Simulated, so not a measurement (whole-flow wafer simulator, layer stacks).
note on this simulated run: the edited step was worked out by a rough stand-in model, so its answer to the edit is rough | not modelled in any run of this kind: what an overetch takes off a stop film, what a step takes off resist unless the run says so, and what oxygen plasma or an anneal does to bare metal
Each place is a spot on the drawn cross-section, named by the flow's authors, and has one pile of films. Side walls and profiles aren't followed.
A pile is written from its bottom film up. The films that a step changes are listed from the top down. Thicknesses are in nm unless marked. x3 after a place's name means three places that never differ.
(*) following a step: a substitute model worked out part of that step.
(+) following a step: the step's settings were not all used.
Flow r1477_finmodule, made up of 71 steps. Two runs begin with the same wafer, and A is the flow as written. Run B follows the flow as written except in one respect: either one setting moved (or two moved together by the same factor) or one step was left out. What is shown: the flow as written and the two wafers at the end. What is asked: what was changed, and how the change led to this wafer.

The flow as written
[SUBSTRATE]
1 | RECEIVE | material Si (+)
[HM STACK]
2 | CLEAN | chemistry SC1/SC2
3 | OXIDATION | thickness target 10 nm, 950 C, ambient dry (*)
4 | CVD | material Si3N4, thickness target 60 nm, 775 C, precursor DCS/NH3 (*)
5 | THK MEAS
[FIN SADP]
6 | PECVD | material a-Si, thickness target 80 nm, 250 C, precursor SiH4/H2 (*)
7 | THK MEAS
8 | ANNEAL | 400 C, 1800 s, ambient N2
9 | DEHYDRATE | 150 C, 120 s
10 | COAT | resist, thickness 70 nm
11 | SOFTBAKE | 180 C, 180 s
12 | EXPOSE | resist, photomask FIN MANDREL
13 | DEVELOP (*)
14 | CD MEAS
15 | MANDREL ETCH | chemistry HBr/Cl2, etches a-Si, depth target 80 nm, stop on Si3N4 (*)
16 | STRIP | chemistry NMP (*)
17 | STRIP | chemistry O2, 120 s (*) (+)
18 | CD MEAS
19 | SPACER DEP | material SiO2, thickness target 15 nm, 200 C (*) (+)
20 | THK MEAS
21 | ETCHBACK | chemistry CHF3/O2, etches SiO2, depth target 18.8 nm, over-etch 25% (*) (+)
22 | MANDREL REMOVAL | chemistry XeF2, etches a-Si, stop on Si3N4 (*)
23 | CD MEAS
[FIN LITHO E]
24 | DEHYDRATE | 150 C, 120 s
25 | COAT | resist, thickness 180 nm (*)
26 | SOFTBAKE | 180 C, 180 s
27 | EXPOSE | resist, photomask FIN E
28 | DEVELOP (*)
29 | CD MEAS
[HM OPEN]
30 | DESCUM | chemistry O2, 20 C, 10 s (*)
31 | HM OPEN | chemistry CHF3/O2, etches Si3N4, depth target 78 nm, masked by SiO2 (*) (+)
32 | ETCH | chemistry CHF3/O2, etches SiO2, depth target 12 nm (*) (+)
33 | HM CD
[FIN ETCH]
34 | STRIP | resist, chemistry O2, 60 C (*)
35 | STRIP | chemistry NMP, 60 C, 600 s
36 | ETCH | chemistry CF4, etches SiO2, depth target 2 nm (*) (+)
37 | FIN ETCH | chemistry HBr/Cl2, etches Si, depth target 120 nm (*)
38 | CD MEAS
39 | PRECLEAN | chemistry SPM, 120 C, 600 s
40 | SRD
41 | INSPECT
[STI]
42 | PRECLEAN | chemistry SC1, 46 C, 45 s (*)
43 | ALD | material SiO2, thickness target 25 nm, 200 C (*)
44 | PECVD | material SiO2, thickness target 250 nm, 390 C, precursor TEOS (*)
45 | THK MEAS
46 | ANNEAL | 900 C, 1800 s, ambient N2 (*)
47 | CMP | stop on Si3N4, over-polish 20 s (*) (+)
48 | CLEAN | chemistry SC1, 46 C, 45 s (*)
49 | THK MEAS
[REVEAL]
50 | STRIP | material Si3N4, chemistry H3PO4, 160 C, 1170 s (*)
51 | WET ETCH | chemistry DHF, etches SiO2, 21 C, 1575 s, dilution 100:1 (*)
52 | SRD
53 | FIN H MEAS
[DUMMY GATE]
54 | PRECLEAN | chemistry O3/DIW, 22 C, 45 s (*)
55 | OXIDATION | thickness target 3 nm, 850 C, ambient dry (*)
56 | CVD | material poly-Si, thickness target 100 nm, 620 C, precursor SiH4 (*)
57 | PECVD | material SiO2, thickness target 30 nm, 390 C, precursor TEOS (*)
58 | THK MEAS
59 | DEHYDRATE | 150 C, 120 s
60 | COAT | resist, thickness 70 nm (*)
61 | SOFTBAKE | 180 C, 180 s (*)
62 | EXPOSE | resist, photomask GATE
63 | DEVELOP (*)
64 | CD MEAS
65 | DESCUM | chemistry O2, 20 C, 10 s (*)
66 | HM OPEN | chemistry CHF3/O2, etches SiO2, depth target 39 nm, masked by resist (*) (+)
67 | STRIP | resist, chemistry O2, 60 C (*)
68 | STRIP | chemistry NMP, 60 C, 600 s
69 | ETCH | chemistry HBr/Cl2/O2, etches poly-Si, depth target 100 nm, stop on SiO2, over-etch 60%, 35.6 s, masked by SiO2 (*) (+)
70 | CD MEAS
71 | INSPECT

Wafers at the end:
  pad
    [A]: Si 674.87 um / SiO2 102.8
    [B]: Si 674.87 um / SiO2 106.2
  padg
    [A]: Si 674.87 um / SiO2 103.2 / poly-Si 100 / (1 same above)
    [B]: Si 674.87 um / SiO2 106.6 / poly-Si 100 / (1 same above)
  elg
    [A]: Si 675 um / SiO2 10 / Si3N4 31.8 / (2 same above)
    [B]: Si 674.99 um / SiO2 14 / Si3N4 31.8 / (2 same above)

Cause: step 3, OXIDATION: thickness target 14 nm was run, whereas the flow has thickness target 10 nm.
The wafer itself shows it: elg has SiO2 14, and step 3 as written asks for 10 nm.

The path from the change to this, step by step:
  3 | OXIDATION | thickness target 10 nm, 950 C, ambient dry (*)
      pad, padg, elg and 33 more: A SiO2 gains 10 (new film), chemical SiO2 loses 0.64 (all of it), Si loses 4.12 | B SiO2 gains 14 (new film), chemical SiO2 loses 0.64 (all of it), Si loses 5.88
  31 | HM OPEN | chemistry CHF3/O2, etches Si3N4, depth target 78 nm, masked by SiO2 (*) (+)
      pad, padg, esg and 13 more: A Si3N4 loses 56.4 (all of it), SiO2 loses 10 (all of it) | B Si3N4 loses 56.4 (all of it), SiO2 loses 10.8
  32 | ETCH | chemistry CHF3/O2, etches SiO2, depth target 12 nm (*) (+)
      pad, padg, e40sg and 11 more: A Si loses 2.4 | B SiO2 loses 3.19 (all of it), Si loses 1.76
      esg, eso: A Si loses 1.77 | B SiO2 loses 3.19 (all of it), Si loses 1.76
      (also at 6 further places)
  47 | CMP | stop on Si3N4, over-polish 20 s (*) (+)
      pad, padg, e40sg and 11 more: A SiO2 loses 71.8 | B SiO2 loses 68.4
      eso: A SiO2 loses 72.4 | B SiO2 loses 68.4
  51 | WET ETCH | chemistry DHF, etches SiO2, 21 C, 1575 s, dilution 100:1 (*)
      s40sg_line, s45sg_line, s50sg_line, s40so_line, s45so_line, s50so_line: A SiO2 loses 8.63 (all of it) | B SiO2 loses 12.6 (all of it)
  56 | CVD | material poly-Si, thickness target 100 nm, 620 C, precursor SiH4 (*)
      s40cg, s40co: A poly-Si gains 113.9 (new film) | B poly-Si gains 109.9 (new film)
      s45cg, s45co: A poly-Si gains 113.4 (new film) | B poly-Si gains 109.4 (new film)
      (also at 2 further places)
  60 | COAT | resist, thickness 70 nm (*)
      s40sg, s40so: A resist gains 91 (new film) | B resist gains 87.2 (new film)
      s45sg, s45so: A resist gains 91 (new film) | B resist gains 87.1 (new film)
      (also at 2 further places)
  63 | DEVELOP (*)
      s40so: A resist loses 91 (all of it) | B resist loses 87.2 (all of it)
      s45so: A resist loses 91 (all of it) | B resist loses 87.1 (all of it)
      (also at 1 further place)
  67 | STRIP | resist, chemistry O2, 60 C (*)
      s40sg: A resist loses 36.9 (all of it) | B resist loses 33.1 (all of it)
      s45sg: A resist loses 36.9 (all of it) | B resist loses 33 (all of it)
      (also at 1 further place)
  69 | ETCH | chemistry HBr/Cl2/O2, etches poly-Si, depth target 100 nm, stop on SiO2, over-etch 60%, 35.6 s, masked by SiO2 (*) (+)
      s40co: A chemical SiO2 loses 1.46 (all of it), poly-Si loses 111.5 (all of it), SiO2 loses 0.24 | B chemical SiO2 loses 1.46 (all of it), poly-Si loses 107.5 (all of it), SiO2 loses 0.26
      s45co: A chemical SiO2 loses 1.46 (all of it), poly-Si loses 110.9 (all of it), SiO2 loses 0.25 | B chemical SiO2 loses 1.46 (all of it), poly-Si loses 106.9 (all of it), SiO2 loses 0.27
      (also at 1 further place)
